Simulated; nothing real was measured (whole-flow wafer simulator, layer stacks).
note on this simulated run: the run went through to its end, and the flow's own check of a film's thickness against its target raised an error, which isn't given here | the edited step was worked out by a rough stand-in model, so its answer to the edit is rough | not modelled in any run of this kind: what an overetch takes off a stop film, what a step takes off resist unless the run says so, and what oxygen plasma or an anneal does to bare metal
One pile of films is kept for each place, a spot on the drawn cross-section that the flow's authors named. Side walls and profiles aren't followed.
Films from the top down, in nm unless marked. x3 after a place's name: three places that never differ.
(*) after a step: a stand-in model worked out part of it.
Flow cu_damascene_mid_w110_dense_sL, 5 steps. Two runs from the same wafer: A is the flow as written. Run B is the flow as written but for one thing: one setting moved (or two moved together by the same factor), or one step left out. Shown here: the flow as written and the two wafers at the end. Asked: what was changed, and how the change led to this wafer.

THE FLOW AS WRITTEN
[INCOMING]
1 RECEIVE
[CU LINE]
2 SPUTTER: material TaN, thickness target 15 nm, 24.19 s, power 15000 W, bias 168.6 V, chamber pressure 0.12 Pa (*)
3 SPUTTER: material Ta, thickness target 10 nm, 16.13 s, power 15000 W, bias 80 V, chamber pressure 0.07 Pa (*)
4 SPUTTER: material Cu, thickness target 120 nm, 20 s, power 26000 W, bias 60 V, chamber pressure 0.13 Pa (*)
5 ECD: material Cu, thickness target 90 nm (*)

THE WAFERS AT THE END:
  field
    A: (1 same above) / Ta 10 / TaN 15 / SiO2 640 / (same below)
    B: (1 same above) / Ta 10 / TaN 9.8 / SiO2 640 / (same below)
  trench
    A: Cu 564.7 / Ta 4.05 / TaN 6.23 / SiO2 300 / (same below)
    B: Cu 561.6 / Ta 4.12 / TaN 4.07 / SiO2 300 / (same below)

The cause: step 2, SPUTTER: thickness target 9.8 nm was run, where the flow has thickness target 15 nm; step 2, SPUTTER: 15.72 s was run, where the flow has 24.19 s.
It can be read off the wafer: field has TaN 9.8, and step 2 as written asks for 15 nm.

How the change led to this, step by step:
  2 SPUTTER: material TaN, thickness target 15 nm, 24.19 s, power 15000 W, bias 168.6 V, chamber pressure 0.12 Pa (*)
      field: A TaN +15 (new film) | B TaN +9.8 (new film)
      trench: A TaN +6.23 (new film) | B TaN +4.07 (new film)
